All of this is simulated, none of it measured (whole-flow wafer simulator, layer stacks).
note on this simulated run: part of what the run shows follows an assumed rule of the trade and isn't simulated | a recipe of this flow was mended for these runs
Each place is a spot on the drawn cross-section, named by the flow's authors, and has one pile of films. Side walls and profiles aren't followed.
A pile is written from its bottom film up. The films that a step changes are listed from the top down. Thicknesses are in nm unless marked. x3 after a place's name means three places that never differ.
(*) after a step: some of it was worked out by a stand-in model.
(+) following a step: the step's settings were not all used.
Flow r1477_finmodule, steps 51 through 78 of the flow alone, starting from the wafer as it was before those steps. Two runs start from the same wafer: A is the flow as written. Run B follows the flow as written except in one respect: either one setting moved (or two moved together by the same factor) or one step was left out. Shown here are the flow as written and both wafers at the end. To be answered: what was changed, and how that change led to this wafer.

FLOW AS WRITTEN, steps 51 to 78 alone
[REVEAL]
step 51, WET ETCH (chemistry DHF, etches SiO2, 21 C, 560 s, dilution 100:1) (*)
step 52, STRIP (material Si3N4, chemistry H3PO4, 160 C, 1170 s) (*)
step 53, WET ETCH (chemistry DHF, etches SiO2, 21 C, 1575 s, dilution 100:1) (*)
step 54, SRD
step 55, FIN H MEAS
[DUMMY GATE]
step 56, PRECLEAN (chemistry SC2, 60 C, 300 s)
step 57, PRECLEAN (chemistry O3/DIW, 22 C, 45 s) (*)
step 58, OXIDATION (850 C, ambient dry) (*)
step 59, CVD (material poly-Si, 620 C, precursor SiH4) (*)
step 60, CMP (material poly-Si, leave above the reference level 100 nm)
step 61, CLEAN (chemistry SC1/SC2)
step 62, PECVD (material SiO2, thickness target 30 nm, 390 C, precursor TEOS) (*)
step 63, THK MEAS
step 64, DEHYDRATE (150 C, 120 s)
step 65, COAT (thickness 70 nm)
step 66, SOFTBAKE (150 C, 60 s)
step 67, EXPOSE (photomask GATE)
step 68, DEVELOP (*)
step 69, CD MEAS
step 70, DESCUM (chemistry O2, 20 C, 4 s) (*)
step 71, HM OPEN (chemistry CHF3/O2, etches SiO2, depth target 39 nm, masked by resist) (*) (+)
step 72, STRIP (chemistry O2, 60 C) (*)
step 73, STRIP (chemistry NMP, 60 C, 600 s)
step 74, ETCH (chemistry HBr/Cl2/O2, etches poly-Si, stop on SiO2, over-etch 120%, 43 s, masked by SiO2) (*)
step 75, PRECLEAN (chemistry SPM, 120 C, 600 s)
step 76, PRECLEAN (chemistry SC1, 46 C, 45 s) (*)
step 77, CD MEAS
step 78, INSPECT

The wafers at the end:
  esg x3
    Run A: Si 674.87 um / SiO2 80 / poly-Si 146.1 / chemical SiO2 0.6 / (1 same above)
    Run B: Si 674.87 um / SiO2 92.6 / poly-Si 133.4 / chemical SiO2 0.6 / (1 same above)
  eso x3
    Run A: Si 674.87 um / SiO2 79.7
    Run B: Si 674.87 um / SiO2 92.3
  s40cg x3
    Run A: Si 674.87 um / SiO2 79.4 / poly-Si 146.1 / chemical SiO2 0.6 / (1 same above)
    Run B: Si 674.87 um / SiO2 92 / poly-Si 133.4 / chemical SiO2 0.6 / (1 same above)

The reason: step 53, WET ETCH: 16.8 C was run, while the flow as written has 21 C.

The path from the change to this, step by step:
  step 53, WET ETCH (chemistry DHF, etches SiO2, 21 C, 1575 s, dilution 100:1) (*)
      esg x3, e200sg, s40cg x3, s40sg x3, eso x3, e200so, s40co x3, s40so x3: A -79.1 SiO2 | B -66.5 SiO2
      pad, padg: A -85.7 SiO2 | B -72 SiO2
  step 59, CVD (material poly-Si, 620 C, precursor SiH4) (*)
      esg x3, s40cg x3, s40sg x3, eso x3, s40co x3, s40so x3: A +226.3 poly-Si (new film) | B +213.7 poly-Si (new film)
      e200sg, e200so: A +219.2 poly-Si (new film) | B +206.6 poly-Si (new film)
  step 60, CMP (material poly-Si, leave above the reference level 100 nm)
      pad, padg: A -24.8 poly-Si | B -38.4 poly-Si
  step 74, ETCH (chemistry HBr/Cl2/O2, etches poly-Si, stop on SiO2, over-etch 120%, 43 s, masked by SiO2) (*)
      eso x3, e200so, s40co x3, s40so x3: A -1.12 chemical SiO2 (all of it), -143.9 poly-Si (all of it), -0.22 SiO2 | B -1.12 chemical SiO2 (all of it), -131.3 poly-Si (all of it), -0.28 SiO2
      pad: A -1.12 chemical SiO2 (all of it), -152.8 poly-Si (all of it), -0.17 SiO2 | B -1.12 chemical SiO2 (all of it), -139.1 poly-Si (all of it), -0.24 SiO2
